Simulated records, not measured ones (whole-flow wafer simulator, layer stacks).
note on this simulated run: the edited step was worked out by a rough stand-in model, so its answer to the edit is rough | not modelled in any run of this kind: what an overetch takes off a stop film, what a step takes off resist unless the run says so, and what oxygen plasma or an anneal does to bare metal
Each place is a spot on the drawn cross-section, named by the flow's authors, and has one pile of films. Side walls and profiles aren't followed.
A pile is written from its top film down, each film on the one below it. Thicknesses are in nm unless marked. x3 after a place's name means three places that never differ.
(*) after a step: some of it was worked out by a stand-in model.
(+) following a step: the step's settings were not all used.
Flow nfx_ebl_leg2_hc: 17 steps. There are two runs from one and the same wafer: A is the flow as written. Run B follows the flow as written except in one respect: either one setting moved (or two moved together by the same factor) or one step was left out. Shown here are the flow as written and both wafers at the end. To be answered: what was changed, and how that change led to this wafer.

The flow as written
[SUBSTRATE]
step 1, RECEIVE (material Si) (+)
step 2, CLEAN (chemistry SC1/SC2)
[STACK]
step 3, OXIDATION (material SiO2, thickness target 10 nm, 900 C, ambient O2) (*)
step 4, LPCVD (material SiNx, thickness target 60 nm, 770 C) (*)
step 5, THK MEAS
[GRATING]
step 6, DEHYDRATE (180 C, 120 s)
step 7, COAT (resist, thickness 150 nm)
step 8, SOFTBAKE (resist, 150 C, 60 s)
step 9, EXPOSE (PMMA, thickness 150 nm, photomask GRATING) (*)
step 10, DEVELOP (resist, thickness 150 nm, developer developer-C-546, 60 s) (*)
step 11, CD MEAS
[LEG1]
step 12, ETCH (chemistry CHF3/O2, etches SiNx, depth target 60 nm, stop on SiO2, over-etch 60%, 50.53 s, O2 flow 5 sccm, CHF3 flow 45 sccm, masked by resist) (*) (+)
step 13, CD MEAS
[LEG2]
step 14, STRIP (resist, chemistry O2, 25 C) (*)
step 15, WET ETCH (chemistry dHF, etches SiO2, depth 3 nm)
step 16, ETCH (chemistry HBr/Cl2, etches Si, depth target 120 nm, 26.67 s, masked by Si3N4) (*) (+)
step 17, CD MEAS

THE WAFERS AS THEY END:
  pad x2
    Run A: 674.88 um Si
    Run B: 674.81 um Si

Cause: step 16, ETCH: depth target 186 nm was run, while the flow as written has depth target 120 nm.

The path from the change to this, step by step:
  step 16, ETCH (chemistry HBr/Cl2, etches Si, depth target 120 nm, 26.67 s, masked by Si3N4) (*) (+)
      pad x2: A -120 Si | B -186 Si
